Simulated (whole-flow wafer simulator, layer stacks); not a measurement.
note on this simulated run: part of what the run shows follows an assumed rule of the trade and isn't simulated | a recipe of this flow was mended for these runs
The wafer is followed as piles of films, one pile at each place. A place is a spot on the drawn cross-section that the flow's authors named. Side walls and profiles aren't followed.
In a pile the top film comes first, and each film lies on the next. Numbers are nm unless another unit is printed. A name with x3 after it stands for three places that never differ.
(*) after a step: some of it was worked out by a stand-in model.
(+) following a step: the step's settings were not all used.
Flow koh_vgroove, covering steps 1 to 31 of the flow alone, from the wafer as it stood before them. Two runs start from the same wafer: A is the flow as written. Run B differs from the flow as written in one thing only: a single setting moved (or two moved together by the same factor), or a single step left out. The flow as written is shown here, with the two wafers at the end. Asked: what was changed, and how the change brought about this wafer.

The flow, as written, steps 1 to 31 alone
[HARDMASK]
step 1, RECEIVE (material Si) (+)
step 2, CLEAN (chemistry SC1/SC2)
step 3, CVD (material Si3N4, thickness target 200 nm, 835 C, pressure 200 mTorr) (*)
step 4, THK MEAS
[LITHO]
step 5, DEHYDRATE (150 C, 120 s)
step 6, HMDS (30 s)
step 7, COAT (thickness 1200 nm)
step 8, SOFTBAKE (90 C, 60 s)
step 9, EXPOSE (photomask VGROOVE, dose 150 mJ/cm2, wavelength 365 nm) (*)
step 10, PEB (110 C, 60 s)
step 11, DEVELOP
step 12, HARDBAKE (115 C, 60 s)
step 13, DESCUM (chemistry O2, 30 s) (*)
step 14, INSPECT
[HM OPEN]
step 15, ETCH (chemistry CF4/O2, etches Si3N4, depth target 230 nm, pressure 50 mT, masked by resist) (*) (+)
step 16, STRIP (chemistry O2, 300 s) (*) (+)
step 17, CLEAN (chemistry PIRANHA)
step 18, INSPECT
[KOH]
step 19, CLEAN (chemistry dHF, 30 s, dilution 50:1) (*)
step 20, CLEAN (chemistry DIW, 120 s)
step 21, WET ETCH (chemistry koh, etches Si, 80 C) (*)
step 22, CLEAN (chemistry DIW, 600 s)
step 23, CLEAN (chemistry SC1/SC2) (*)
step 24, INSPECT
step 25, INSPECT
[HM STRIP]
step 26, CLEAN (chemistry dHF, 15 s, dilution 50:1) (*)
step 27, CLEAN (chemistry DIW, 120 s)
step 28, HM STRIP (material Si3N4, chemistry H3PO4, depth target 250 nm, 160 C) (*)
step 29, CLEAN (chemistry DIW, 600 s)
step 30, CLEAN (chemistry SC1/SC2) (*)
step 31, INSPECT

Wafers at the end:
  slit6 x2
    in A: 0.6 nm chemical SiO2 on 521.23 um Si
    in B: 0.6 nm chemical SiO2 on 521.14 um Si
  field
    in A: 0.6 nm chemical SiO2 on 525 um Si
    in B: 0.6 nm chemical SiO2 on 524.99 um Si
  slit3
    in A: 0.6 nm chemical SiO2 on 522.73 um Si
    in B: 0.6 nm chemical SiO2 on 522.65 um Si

The reason: step 3, CVD: thickness target 111 nm was run, whereas the flow has thickness target 200 nm.

How this came from the change, step by step:
  step 3, CVD (material Si3N4, thickness target 200 nm, 835 C, pressure 200 mTorr) (*)
      field, slit3, slit2, slit6 x2: A Si3N4 gains 200 (new film) | B Si3N4 gains 111 (new film)
  step 15, ETCH (chemistry CF4/O2, etches Si3N4, depth target 230 nm, pressure 50 mT, masked by resist) (*) (+)
      slit3, slit2, slit6 x2: A Si3N4 loses 200 (all of it), chemical SiO2 loses 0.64 (all of it), Si loses 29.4 | B Si3N4 loses 111 (all of it), chemical SiO2 loses 0.64 (all of it), Si loses 118.4
  step 28, HM STRIP (material Si3N4, chemistry H3PO4, depth target 250 nm, 160 C) (*)
      field: A Si3N4 loses 198.7 (all of it), chemical SiO2 loses 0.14, Si loses 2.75 | B Si3N4 loses 109.7 (all of it), chemical SiO2 loses 0.14, Si loses 7.2
